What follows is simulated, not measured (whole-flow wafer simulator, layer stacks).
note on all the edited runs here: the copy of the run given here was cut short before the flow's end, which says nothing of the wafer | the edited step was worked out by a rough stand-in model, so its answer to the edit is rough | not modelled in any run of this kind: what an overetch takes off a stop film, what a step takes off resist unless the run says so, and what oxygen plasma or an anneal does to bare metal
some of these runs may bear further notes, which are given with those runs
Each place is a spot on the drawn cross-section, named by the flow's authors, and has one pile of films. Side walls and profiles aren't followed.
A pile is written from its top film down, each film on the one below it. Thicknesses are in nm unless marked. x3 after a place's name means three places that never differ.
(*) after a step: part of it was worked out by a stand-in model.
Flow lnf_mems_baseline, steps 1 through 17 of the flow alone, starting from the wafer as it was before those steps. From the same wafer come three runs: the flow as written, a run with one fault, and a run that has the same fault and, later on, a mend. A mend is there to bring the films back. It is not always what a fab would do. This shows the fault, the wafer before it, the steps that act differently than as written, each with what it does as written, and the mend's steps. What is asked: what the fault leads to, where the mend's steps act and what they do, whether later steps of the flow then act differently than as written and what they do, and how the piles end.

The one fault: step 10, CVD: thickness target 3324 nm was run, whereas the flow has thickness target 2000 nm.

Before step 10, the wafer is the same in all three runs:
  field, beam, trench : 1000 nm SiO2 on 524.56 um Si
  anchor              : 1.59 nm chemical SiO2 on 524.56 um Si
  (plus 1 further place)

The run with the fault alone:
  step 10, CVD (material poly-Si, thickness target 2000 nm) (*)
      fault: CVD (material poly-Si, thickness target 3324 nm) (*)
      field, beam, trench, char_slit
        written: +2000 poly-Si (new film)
        fault: +3324 poly-Si (new film)
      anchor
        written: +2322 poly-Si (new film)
        fault: +3965.4 poly-Si (new film)
  Steps further on in the flow that do not act as written (not shown: 1 more step that differs only slightly, by at most 2% or 0.5 nm, whichever is larger):
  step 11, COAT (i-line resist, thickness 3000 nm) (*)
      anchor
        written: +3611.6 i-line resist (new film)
        fault: +3311.6 i-line resist (new film)
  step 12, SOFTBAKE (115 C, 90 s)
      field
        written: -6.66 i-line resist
        fault: -4.81 i-line resist
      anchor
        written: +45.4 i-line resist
        fault: +31.6 i-line resist
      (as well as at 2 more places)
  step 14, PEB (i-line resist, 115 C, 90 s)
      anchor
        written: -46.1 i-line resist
        fault: -40.6 i-line resist
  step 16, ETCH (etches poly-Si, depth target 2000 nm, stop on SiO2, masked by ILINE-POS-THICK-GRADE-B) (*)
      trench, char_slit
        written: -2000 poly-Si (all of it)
        fault: -2000 poly-Si
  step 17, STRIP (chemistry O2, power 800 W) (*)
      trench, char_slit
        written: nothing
        fault: +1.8 chemical SiO2 (new film), -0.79 poly-Si
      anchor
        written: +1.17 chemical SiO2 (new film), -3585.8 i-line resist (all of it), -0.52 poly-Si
        fault: +1.15 chemical SiO2 (new film), -3277.6 i-line resist (all of it), -0.5 poly-Si
  The piles end different from the flow's at field, anchor, beam, trench, char_slit by more than 2% or 0.5 nm, whichever is larger.
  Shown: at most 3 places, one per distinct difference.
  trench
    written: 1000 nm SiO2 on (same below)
    fault: 1.8 nm chemical SiO2 on 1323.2 nm poly-Si on 1000 nm SiO2 on (same below)
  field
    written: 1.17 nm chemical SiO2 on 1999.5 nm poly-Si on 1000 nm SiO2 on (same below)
    fault: 1.15 nm chemical SiO2 on 3323.5 nm poly-Si on 1000 nm SiO2 on (same below)
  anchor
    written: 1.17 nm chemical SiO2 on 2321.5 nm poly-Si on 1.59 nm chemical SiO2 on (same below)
    fault: 1.15 nm chemical SiO2 on 3964.9 nm poly-Si on 1.59 nm chemical SiO2 on (same below)

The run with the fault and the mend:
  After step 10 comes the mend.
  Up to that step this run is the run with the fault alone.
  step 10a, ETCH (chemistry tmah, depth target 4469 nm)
      field, beam, trench, char_slit
        -3324 poly-Si (all of it)
      anchor
        -3965.4 poly-Si (all of it)
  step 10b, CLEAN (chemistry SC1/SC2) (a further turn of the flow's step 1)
      leaves every film unchanged at each place that is followed
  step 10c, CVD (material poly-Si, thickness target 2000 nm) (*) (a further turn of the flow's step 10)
      field, beam, trench, char_slit
        +2000 poly-Si (new film)
      anchor
        +2322 poly-Si (new film)
  Every later step of the flow that is run acts as written at every place that is followed.
  The piles end the same as the flow's at every place that both follow.
